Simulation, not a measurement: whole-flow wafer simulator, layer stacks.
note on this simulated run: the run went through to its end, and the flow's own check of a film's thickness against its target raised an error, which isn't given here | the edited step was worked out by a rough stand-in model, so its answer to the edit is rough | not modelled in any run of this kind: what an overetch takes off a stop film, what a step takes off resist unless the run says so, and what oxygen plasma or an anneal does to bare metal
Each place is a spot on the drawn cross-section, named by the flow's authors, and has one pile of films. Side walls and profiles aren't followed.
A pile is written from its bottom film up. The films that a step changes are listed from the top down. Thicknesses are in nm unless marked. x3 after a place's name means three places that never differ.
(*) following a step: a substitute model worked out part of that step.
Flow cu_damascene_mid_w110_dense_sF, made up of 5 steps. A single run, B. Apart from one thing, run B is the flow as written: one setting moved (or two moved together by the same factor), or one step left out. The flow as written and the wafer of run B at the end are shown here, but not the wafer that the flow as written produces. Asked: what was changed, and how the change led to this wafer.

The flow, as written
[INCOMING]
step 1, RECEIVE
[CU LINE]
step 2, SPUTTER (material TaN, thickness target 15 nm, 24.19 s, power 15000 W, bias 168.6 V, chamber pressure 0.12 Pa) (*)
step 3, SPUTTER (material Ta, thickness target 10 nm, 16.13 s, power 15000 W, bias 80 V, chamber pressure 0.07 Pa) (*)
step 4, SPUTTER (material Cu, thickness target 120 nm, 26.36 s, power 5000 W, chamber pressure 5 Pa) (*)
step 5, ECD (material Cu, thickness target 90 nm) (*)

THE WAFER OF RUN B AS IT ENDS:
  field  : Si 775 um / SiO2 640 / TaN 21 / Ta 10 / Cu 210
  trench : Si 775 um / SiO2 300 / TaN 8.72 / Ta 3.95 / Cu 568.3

Cause: step 2, SPUTTER: 33.87 s was run, whereas the flow has 24.19 s.

How this came from the change, step by step:
  step 2, SPUTTER (material TaN, thickness target 15 nm, 24.19 s, power 15000 W, bias 168.6 V, chamber pressure 0.12 Pa) (*)
      field: TaN gains 21 (new film) (it would be, as written: TaN gains 15 (new film))
      trench: TaN gains 8.72 (new film) (it would be, as written: TaN gains 6.23 (new film))
